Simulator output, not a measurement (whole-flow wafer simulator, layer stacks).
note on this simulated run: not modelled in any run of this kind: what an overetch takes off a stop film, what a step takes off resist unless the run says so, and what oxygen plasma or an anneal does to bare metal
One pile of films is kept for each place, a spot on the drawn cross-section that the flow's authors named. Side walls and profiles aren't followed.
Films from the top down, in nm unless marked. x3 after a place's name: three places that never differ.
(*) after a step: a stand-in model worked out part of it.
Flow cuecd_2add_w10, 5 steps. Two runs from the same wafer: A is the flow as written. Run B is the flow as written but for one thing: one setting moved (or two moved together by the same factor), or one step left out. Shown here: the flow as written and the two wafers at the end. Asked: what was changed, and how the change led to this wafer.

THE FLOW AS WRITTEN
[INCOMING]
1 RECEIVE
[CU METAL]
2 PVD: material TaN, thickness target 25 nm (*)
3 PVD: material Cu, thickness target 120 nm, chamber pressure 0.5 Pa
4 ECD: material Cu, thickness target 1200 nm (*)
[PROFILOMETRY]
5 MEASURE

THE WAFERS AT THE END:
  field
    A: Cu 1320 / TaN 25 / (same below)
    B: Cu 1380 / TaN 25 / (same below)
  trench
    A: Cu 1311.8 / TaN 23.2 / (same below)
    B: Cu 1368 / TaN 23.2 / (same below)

The cause: step 3, PVD: thickness target 180 nm was run, where the flow has thickness target 120 nm.

How the change led to this, step by step:
  3 PVD: material Cu, thickness target 120 nm, chamber pressure 0.5 Pa
      field: A Cu +120 (new film) | B Cu +180 (new film)
      trench: A Cu +111.8 (new film) | B Cu +168 (new film)
